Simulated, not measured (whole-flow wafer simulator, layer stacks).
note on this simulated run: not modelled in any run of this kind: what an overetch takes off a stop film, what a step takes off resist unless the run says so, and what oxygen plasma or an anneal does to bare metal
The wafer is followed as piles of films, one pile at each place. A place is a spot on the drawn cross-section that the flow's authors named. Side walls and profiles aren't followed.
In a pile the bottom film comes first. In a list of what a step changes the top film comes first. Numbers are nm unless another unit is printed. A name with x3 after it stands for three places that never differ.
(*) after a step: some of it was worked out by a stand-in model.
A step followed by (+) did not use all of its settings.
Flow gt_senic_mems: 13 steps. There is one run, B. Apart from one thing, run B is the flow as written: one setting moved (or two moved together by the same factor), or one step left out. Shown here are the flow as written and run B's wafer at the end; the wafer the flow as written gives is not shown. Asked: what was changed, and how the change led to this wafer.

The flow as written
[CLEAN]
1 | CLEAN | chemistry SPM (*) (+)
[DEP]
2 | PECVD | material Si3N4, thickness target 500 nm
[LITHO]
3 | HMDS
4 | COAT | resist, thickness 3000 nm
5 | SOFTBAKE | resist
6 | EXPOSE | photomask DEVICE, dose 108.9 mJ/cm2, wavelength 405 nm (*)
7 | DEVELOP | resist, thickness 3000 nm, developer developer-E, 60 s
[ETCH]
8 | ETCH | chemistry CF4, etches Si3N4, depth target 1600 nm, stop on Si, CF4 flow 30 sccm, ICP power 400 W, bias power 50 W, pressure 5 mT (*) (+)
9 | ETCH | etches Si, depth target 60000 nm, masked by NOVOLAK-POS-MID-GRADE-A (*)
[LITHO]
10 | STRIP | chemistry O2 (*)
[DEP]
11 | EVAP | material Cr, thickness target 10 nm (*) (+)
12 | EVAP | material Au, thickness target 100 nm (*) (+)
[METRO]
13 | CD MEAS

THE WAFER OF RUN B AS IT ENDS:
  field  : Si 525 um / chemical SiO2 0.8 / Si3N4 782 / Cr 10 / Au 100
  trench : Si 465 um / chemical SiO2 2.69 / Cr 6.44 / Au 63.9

What caused this: step 2, PECVD: thickness target 782 nm was run, though the flow has thickness target 500 nm.
The wafer itself shows it: field has Si3N4 782, and step 2 as written asks for 500 nm.

The path from the change to this, step by step:
  2 | PECVD | material Si3N4, thickness target 500 nm
      field, trench: Si3N4 gains 782 (new film) (it would be, as written: Si3N4 gains 500 (new film))
  8 | ETCH | chemistry CF4, etches Si3N4, depth target 1600 nm, stop on Si, CF4 flow 30 sccm, ICP power 400 W, bias power 50 W, pressure 5 mT (*) (+)
      field: resist loses 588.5 (it would be, as written: resist loses 400.5)
      trench: Si3N4 loses 782 (all of it), chemical SiO2 loses 0.8 (all of it) (it would be, as written: Si3N4 loses 500 (all of it), chemical SiO2 loses 0.8 (all of it))
  10 | STRIP | chemistry O2 (*)
      field: resist loses 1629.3 (all of it) (it would be, as written: resist loses 1817.3 (all of it))
